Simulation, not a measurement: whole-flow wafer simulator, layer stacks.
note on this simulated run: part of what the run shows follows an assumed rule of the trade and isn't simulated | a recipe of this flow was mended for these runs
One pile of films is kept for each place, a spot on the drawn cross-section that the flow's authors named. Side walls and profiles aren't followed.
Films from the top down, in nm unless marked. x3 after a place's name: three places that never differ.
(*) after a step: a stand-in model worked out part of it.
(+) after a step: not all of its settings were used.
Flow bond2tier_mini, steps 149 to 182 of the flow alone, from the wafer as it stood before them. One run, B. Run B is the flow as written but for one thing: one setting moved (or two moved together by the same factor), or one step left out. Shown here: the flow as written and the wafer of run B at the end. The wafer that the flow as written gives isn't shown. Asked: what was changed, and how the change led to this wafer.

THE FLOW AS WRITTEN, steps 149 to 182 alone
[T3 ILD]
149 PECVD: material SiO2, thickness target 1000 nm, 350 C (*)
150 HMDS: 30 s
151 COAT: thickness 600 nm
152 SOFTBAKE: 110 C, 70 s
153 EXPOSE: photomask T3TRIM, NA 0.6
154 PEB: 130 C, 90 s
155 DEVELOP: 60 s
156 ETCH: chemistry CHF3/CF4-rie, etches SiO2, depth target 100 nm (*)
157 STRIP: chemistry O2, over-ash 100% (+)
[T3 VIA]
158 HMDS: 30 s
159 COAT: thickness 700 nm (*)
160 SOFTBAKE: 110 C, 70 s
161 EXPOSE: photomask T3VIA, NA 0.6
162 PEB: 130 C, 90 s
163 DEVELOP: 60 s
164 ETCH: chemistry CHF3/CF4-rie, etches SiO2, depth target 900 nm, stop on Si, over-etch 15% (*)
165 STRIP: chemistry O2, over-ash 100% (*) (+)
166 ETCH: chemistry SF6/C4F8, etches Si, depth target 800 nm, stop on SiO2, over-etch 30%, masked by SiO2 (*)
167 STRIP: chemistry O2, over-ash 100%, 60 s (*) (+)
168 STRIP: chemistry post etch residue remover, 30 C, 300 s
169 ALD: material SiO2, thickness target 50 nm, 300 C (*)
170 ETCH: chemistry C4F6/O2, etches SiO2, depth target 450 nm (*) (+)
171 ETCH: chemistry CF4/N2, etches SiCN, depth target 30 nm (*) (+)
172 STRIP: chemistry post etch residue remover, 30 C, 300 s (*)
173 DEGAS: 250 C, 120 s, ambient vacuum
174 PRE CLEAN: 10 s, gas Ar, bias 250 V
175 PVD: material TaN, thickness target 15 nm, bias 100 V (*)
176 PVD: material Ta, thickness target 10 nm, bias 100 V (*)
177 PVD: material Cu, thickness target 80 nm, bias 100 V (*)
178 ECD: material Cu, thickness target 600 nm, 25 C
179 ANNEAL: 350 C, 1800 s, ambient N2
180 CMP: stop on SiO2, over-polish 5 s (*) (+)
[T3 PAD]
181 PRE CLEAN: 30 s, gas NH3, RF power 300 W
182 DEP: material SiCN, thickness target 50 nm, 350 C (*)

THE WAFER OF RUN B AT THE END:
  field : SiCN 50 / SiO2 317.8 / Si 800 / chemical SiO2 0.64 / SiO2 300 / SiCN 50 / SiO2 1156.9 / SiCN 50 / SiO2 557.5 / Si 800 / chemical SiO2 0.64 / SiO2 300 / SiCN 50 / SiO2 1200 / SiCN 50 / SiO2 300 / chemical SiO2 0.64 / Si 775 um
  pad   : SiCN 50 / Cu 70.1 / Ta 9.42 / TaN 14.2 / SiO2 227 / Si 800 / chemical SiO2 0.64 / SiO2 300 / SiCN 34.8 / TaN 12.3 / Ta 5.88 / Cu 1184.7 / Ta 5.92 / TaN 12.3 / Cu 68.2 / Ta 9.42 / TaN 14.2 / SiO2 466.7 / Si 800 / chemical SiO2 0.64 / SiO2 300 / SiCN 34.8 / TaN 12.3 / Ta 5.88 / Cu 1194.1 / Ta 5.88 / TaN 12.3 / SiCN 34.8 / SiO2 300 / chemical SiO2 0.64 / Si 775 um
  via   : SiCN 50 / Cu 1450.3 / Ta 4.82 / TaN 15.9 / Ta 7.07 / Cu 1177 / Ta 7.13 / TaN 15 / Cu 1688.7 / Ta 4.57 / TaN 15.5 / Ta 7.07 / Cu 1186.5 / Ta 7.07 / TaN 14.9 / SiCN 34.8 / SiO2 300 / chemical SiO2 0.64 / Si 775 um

The cause: step 149, PECVD: thickness target 760 nm was run, where the flow has thickness target 1000 nm.

How the change led to this, step by step:
  149 PECVD: material SiO2, thickness target 1000 nm, 350 C (*)
      field, pad, via: SiO2 +760 (new film) (as written it would be: SiO2 +1000 (new film))
  164 ETCH: chemistry CHF3/CF4-rie, etches SiO2, depth target 900 nm, stop on Si, over-etch 15% (*)
      field, pad: thick-KrF-resist -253 (as written it would be: thick-KrF-resist -345)
      via: SiO2 -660 (all of it), Si -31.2 (as written it would be: SiO2 -900 (all of it), Si -11.2)
  165 STRIP: chemistry O2, over-ash 100% (*) (+)
      field: thick-KrF-resist -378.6 (all of it) (as written it would be: thick-KrF-resist -286.6 (all of it))
      pad: thick-KrF-resist -464.9 (all of it) (as written it would be: thick-KrF-resist -372.9 (all of it))
  166 ETCH: chemistry SF6/C4F8, etches Si, depth target 800 nm, stop on SiO2, over-etch 30%, masked by SiO2 (*)
      via: Si -768.8 (all of it), chemical SiO2 -0.64 (all of it), SiO2 -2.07 (as written it would be: Si -788.8 (all of it), chemical SiO2 -0.64 (all of it), SiO2 -1.87)
  177 PVD: material Cu, thickness target 80 nm, bias 100 V (*)
      via: Cu +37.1 (new film) (as written it would be: Cu +35 (new film))
  178 ECD: material Cu, thickness target 600 nm, 25 C
      via: Cu +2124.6 (as written it would be: Cu +2367)
